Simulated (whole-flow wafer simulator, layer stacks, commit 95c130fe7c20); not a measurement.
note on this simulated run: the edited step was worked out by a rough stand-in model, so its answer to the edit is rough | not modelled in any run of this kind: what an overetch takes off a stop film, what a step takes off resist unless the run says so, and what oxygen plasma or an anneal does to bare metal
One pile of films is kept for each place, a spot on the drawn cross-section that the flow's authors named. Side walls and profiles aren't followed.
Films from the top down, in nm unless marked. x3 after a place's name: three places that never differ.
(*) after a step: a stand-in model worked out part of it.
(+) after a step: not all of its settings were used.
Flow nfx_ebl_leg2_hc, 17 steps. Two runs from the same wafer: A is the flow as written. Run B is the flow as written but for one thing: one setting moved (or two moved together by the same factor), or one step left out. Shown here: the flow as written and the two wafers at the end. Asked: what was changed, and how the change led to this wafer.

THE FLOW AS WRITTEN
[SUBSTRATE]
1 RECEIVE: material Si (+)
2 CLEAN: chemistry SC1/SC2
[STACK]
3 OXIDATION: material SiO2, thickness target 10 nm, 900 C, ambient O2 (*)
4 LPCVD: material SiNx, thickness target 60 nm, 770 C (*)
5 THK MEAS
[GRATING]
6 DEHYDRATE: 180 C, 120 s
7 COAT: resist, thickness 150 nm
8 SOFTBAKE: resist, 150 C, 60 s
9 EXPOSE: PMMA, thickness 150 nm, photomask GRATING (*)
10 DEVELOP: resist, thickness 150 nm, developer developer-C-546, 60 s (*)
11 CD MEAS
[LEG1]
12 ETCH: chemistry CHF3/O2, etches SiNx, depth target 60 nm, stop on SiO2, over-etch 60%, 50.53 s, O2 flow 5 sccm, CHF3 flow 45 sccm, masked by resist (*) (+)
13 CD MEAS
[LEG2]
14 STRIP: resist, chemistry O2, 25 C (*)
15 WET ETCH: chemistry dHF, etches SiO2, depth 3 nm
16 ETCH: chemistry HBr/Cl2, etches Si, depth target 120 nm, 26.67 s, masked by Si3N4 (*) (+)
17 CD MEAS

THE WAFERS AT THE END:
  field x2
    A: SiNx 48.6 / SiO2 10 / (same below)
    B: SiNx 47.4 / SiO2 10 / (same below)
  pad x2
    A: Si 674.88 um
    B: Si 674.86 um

The cause: step 16, ETCH: depth target 132 nm was run, where the flow has depth target 120 nm; step 16, ETCH: 29.33 s was run, where the flow has 26.67 s.

How the change led to this, step by step:
  16 ETCH: chemistry HBr/Cl2, etches Si, depth target 120 nm, 26.67 s, masked by Si3N4 (*) (+)
      field x2: A SiNx -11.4 | B SiNx -12.6
      pad x2: A Si -120 | B Si -132
